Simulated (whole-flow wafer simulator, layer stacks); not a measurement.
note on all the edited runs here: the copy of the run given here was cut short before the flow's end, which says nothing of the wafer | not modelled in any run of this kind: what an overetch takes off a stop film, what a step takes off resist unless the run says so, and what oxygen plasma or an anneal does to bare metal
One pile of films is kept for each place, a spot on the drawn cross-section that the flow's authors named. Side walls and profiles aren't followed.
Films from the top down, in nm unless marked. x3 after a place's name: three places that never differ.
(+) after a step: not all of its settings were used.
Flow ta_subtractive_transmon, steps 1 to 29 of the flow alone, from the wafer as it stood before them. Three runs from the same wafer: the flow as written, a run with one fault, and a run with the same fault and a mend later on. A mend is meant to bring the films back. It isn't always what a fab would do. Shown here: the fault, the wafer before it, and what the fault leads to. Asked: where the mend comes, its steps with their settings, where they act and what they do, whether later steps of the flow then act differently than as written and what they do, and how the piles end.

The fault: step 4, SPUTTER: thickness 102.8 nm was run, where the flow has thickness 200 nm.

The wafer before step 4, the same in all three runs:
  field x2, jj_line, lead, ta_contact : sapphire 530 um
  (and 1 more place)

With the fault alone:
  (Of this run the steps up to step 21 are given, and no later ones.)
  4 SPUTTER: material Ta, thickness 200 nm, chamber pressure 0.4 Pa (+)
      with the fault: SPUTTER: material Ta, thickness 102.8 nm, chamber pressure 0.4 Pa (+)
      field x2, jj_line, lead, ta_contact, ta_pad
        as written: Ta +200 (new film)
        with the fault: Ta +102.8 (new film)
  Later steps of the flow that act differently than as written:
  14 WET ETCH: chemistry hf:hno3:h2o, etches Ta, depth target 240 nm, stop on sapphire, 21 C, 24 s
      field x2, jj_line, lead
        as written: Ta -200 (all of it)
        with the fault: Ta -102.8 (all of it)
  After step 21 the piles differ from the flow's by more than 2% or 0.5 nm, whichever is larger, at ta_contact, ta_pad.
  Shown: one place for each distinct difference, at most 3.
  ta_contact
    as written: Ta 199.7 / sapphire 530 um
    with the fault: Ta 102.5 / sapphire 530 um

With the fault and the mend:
  The mend comes after step 4.
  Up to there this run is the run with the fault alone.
  4a SPUTTER: material Ta, thickness 97.2 nm, chamber pressure 0.4 Pa (+) (the flow's step 4 once more, with other settings)
      field x2, jj_line, lead, ta_contact, ta_pad
        Ta +97.2
  No later step of the flow acts differently than as written at any place that is followed.
  At the end the piles are the same as the flow's at every place that both follow.
